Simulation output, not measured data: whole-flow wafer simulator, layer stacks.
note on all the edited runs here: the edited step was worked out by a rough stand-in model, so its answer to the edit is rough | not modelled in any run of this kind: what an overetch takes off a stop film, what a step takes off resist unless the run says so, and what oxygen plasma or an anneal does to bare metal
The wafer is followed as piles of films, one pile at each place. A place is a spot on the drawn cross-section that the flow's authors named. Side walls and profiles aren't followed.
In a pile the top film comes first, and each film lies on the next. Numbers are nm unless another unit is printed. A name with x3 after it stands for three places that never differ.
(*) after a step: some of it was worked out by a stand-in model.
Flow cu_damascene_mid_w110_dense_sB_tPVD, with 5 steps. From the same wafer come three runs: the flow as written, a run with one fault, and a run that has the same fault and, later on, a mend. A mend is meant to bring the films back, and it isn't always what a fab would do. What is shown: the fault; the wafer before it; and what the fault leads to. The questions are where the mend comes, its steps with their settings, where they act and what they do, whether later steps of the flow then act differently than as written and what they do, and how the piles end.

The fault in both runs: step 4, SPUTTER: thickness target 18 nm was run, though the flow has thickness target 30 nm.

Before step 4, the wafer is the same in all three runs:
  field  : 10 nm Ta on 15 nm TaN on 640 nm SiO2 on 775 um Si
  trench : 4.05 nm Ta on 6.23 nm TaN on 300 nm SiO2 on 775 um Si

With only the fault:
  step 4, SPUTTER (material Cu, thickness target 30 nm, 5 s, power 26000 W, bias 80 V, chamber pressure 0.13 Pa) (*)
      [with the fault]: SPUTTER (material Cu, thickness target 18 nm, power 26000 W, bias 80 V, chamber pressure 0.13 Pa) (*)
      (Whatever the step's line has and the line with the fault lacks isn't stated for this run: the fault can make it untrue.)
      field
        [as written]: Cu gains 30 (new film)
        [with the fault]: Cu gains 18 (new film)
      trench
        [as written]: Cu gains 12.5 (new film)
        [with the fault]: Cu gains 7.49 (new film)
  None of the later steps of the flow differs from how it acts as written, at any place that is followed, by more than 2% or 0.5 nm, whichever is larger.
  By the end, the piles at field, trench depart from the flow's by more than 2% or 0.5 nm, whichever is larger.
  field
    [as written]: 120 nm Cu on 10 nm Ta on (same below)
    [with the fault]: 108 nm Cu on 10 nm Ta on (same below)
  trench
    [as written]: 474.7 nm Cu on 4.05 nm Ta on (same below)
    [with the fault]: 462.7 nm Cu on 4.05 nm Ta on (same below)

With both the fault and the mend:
  The mend follows step 4.
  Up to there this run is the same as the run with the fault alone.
  step 4a, SPUTTER (material Cu, thickness target 12 nm, power 26000 W, bias 80 V, chamber pressure 0.13 Pa) (*) (a further turn of the flow's step 4, with different settings)
      field
        Cu gains 12
      trench
        Cu gains 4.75
  None of the later steps of the flow differs from how it acts as written, at any place that is followed, by more than 2% or 0.5 nm, whichever is larger.
  By the end, the piles equal the flow's at every place that both follow.
